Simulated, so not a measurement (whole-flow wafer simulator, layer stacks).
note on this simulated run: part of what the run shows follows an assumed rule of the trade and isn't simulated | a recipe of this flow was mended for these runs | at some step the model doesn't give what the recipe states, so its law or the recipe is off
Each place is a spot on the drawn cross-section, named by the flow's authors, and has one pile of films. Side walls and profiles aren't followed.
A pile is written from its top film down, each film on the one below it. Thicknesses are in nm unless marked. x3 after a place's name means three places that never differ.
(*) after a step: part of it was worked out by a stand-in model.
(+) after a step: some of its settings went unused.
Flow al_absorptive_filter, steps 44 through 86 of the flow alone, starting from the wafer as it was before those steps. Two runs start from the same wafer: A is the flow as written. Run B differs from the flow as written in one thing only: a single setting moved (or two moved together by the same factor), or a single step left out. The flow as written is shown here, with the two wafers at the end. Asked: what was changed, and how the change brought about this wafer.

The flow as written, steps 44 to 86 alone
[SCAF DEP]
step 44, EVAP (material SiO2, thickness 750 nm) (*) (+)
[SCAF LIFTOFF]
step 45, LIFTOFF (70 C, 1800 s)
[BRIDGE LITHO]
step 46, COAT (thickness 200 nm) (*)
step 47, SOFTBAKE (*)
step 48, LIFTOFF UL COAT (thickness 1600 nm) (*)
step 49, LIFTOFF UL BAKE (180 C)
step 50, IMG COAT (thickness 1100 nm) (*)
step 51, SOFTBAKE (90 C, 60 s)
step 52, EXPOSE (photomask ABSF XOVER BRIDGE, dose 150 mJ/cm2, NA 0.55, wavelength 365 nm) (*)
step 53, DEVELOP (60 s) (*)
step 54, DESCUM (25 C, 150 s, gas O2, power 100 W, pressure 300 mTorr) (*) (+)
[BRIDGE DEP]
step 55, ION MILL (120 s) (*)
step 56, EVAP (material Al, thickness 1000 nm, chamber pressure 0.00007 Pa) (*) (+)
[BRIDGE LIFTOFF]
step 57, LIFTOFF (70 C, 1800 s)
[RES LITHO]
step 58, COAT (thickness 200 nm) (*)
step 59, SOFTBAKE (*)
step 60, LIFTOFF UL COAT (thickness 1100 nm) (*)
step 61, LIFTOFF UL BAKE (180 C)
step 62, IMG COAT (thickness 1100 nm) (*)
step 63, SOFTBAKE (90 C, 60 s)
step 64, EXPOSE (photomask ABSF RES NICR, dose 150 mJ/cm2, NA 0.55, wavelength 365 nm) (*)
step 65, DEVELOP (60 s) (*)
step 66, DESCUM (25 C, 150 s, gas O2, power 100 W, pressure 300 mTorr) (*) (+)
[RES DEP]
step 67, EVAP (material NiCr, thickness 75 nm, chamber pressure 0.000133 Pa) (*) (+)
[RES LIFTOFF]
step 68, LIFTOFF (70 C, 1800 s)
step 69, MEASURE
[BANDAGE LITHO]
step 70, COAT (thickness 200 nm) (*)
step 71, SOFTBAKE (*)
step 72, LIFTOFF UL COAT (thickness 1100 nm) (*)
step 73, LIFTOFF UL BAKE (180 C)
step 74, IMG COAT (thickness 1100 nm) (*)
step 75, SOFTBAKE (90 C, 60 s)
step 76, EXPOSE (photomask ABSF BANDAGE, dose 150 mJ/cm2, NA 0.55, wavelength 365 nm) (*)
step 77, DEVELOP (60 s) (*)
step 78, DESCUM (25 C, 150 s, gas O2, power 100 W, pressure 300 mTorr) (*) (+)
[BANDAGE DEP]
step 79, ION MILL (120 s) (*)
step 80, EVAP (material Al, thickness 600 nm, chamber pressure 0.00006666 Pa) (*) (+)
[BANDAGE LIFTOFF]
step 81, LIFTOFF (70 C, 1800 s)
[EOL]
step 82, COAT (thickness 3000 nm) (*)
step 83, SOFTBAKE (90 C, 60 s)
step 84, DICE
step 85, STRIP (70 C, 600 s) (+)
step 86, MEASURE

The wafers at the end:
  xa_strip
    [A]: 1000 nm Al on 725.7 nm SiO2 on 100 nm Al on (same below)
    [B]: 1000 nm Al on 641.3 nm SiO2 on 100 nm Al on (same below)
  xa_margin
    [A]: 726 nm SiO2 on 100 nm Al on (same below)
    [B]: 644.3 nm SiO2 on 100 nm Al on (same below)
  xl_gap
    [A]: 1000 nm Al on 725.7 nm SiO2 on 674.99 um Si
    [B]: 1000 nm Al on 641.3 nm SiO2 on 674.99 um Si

The reason: step 44, EVAP: thickness 665.6 nm was run, though the flow has thickness 750 nm.

How this came from the change, step by step:
  step 44, EVAP (material SiO2, thickness 750 nm) (*) (+)
      gnd, pad_far, pad_near and 10 more: A SiO2 gains 750 (new film) | B SiO2 gains 665.6 (new film)
      xa_margin: A SiO2 gains 726 (new film) | B SiO2 gains 644.3 (new film)
  step 45, LIFTOFF (70 C, 1800 s)
      gnd, xa_field, xl_land, idc_field: A SiO2 loses 750 (all of it), i-line-resist loses 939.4 (all of it), lift-off-underlayer loses 1100 (all of it), acrylic-e-beam-resist loses 200 (all of it) | B SiO2 loses 665.6 (all of it), i-line-resist loses 939.4 (all of it), lift-off-underlayer loses 1100 (all of it), acrylic-e-beam-resist loses 200 (all of it)
      pad_far: A SiO2 loses 750 (all of it), i-line-resist loses 937 (all of it), lift-off-underlayer loses 1092.7 (all of it), acrylic-e-beam-resist loses 198.5 (all of it) | B SiO2 loses 665.6 (all of it), i-line-resist loses 937 (all of it), lift-off-underlayer loses 1092.7 (all of it), acrylic-e-beam-resist loses 198.5 (all of it)
      (as well as at 5 more places)
  step 46, COAT (thickness 200 nm) (*)
      xa_margin: A acrylic-e-beam-resist gains 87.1 (new film) | B acrylic-e-beam-resist gains 89.9 (new film)
      xa_strip: A acrylic-e-beam-resist gains 156.7 (new film) | B acrylic-e-beam-resist gains 163.6 (new film)
      (as well as at 2 more places)
  step 48, LIFTOFF UL COAT (thickness 1600 nm) (*)
      xa_margin: A lift-off-underlayer gains 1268 (new film) | B lift-off-underlayer gains 1310.2 (new film)
      xa_strip: A lift-off-underlayer gains 1219 (new film) | B lift-off-underlayer gains 1254.1 (new film)
      (as well as at 2 more places)
  step 53, DEVELOP (60 s) (*)
      xa_strip: A i-line-resist loses 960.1 (all of it), lift-off-underlayer loses 1219 (all of it) | B i-line-resist loses 979 (all of it), lift-off-underlayer loses 1254.1 (all of it)
      xl_gap: A i-line-resist loses 1001.2 (all of it), lift-off-underlayer loses 1316.9 (all of it) | B i-line-resist loses 1015.6 (all of it), lift-off-underlayer loses 1358.5 (all of it)
      (as well as at 1 more place)
  step 54, DESCUM (25 C, 150 s, gas O2, power 100 W, pressure 300 mTorr) (*) (+)
      xa_strip: A acrylic-e-beam-resist loses 156.7 (all of it) | B acrylic-e-beam-resist loses 163.6 (all of it)
      xl_gap: A acrylic-e-beam-resist loses 97.9 (all of it) | B acrylic-e-beam-resist loses 104.9 (all of it)
      (as well as at 1 more place)
  step 57, LIFTOFF (70 C, 1800 s)
      xa_margin: A Al loses 1000 (all of it), i-line-resist loses 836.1 (all of it), lift-off-underlayer loses 1268 (all of it), acrylic-e-beam-resist loses 87.1 (all of it) | B Al loses 1000 (all of it), i-line-resist loses 851.7 (all of it), lift-off-underlayer loses 1310.2 (all of it), acrylic-e-beam-resist loses 89.9 (all of it)
  step 58, COAT (thickness 200 nm) (*)
      xa_margin: A acrylic-e-beam-resist gains 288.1 (new film) | B acrylic-e-beam-resist gains 301.9 (new film)
      xa_strip: A acrylic-e-beam-resist gains 66.9 (new film) | B acrylic-e-beam-resist gains 70.8 (new film)
      (as well as at 2 more places)
  step 60, LIFTOFF UL COAT (thickness 1100 nm) (*)
      xa_strip: A lift-off-underlayer gains 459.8 (new film) | B lift-off-underlayer gains 477.3 (new film)
      xl_gap: A lift-off-underlayer gains 831.4 (new film) | B lift-off-underlayer gains 868 (new film)
      (as well as at 1 more place)
  step 62, IMG COAT (thickness 1100 nm) (*)
      xa_margin: A i-line-resist gains 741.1 (new film) | B i-line-resist gains 764.3 (new film)
      xa_strip: A i-line-resist gains 577.9 (new film) | B i-line-resist gains 609 (new film)
      (as well as at 2 more places)
  step 68, LIFTOFF (70 C, 1800 s)
      xa_margin: A NiCr loses 75 (all of it), i-line-resist loses 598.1 (all of it), lift-off-underlayer loses 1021 (all of it), acrylic-e-beam-resist loses 288.1 (all of it) | B NiCr loses 75 (all of it), i-line-resist loses 621.4 (all of it), lift-off-underlayer loses 1038.1 (all of it), acrylic-e-beam-resist loses 301.9 (all of it)
      xa_strip: A NiCr loses 75 (all of it), i-line-resist loses 433.3 (all of it), lift-off-underlayer loses 459.8 (all of it), acrylic-e-beam-resist loses 66.9 (all of it) | B NiCr loses 75 (all of it), i-line-resist loses 464.4 (all of it), lift-off-underlayer loses 477.3 (all of it), acrylic-e-beam-resist loses 70.8 (all of it)
      (as well as at 2 more places)
  step 70, COAT (thickness 200 nm) (*)
      xa_margin: A acrylic-e-beam-resist gains 288.1 (new film) | B acrylic-e-beam-resist gains 301.9 (new film)
      xa_strip: A acrylic-e-beam-resist gains 66.9 (new film) | B acrylic-e-beam-resist gains 70.8 (new film)
      (as well as at 2 more places)
  step 72, LIFTOFF UL COAT (thickness 1100 nm) (*)
      xa_strip: A lift-off-underlayer gains 459.8 (new film) | B lift-off-underlayer gains 477.3 (new film)
      xl_gap: A lift-off-underlayer gains 837.4 (new film) | B lift-off-underlayer gains 873.5 (new film)
      (as well as at 1 more place)
  step 74, IMG COAT (thickness 1100 nm) (*)
      xa_margin: A i-line-resist gains 741.1 (new film) | B i-line-resist gains 764.3 (new film)
      xa_strip: A i-line-resist gains 577.9 (new film) | B i-line-resist gains 609 (new film)
      (as well as at 2 more places)
  step 81, LIFTOFF (70 C, 1800 s)
      xa_margin: A Al loses 600 (all of it), i-line-resist loses 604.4 (all of it), lift-off-underlayer loses 1021 (all of it), acrylic-e-beam-resist loses 288.1 (all of it) | B Al loses 600 (all of it), i-line-resist loses 627.7 (all of it), lift-off-underlayer loses 1038.1 (all of it), acrylic-e-beam-resist loses 301.9 (all of it)
      xa_strip: A Al loses 600 (all of it), i-line-resist loses 439.6 (all of it), lift-off-underlayer loses 459.8 (all of it), acrylic-e-beam-resist loses 66.9 (all of it) | B Al loses 600 (all of it), i-line-resist loses 470.7 (all of it), lift-off-underlayer loses 477.3 (all of it), acrylic-e-beam-resist loses 70.8 (all of it)
      (as well as at 2 more places)
  step 82, COAT (thickness 3000 nm) (*)
      xa_margin: A i-line-resist gains 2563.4 (new film) | B i-line-resist gains 2624.8 (new film)
      xa_strip: A i-line-resist gains 1594.3 (new film) | B i-line-resist gains 1656.1 (new film)
      (as well as at 2 more places)
  ... 1 further step ...
  step 85, STRIP (70 C, 600 s) (+)
      xa_margin: A i-line-resist loses 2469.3 (all of it) | B i-line-resist loses 2536 (all of it)
      xa_strip: A i-line-resist loses 1477 (all of it) | B i-line-resist loses 1545.5 (all of it)
      (as well as at 2 more places)
